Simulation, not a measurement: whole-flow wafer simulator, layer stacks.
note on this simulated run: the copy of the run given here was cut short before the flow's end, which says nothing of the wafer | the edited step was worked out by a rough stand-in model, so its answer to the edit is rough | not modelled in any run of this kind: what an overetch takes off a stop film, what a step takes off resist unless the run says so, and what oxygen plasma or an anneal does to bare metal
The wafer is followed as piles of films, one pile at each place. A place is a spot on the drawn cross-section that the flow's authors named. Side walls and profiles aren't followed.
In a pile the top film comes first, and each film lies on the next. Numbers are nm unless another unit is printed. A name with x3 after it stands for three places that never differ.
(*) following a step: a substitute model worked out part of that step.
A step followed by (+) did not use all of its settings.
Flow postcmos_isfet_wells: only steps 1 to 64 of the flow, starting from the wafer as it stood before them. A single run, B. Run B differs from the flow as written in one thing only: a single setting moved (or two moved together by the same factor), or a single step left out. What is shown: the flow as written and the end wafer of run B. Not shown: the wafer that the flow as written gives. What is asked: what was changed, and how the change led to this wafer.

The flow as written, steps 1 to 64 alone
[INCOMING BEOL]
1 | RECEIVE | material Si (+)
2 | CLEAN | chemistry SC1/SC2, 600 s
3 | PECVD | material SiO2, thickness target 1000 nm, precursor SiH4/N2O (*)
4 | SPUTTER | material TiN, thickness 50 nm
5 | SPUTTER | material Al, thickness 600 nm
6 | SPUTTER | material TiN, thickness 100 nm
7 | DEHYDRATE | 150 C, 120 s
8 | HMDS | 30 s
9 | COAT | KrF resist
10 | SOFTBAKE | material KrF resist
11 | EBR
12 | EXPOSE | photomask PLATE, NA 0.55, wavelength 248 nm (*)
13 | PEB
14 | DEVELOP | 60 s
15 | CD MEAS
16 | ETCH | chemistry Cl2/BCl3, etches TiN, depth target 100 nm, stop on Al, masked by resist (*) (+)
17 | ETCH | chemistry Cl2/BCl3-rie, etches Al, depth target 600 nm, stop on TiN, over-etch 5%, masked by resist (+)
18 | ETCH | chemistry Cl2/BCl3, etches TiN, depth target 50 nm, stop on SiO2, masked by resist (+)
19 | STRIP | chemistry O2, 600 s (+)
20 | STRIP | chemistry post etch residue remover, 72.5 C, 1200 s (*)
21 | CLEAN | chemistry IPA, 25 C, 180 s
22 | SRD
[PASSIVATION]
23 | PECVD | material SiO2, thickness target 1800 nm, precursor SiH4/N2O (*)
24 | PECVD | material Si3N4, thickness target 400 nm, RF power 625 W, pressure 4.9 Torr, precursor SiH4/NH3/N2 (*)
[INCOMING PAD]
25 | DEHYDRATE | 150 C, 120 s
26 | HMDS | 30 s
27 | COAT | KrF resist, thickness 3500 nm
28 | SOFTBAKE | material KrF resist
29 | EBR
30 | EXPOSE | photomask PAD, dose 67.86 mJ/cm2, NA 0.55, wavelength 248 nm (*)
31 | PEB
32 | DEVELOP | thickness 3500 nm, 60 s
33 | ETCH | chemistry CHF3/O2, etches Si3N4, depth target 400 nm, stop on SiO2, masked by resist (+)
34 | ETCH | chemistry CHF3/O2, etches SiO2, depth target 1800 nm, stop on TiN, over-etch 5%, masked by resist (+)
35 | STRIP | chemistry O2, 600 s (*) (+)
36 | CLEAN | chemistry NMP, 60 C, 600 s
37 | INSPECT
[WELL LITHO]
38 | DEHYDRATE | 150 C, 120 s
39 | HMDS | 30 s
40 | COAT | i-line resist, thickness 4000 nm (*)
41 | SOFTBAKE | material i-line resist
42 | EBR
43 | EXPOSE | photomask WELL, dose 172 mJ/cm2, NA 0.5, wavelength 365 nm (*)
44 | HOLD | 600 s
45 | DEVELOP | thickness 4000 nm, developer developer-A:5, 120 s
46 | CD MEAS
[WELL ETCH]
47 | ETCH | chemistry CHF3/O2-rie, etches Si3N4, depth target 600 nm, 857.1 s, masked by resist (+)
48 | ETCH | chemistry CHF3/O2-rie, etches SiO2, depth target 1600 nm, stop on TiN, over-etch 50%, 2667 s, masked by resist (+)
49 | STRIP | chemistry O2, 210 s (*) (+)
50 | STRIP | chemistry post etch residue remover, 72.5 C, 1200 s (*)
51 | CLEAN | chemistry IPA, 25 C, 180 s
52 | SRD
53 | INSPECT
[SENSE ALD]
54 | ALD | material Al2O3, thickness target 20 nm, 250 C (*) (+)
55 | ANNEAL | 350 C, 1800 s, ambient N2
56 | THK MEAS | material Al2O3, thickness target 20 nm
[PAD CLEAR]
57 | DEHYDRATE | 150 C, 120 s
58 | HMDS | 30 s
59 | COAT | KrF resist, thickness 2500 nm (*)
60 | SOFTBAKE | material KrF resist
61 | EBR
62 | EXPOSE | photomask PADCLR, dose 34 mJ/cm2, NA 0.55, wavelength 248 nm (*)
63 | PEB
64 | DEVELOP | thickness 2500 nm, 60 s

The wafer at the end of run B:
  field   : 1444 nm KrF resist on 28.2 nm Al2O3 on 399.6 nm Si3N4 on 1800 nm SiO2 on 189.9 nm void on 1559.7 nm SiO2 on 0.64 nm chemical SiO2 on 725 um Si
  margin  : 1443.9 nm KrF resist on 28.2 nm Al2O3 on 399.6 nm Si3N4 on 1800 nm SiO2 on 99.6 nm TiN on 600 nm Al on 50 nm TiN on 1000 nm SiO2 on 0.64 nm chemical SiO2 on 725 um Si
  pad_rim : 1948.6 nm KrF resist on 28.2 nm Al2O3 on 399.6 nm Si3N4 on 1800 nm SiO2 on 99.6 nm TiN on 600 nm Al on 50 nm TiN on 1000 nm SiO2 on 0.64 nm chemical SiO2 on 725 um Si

What caused this: step 54, ALD: thickness target 28.2 nm was run, whereas the flow has thickness target 20 nm.
The wafer itself shows it: field has Al2O3 28.2, and step 54 as written asks for 20 nm.

The path from the change to this, step by step:
  54 | ALD | material Al2O3, thickness target 20 nm, 250 C (*) (+)
      field, margin, well900, well1300 x3, pad_rim, pad_clr, pad_open: +28.2 Al2O3 (new film) (as written it would have been: +20 Al2O3 (new film))
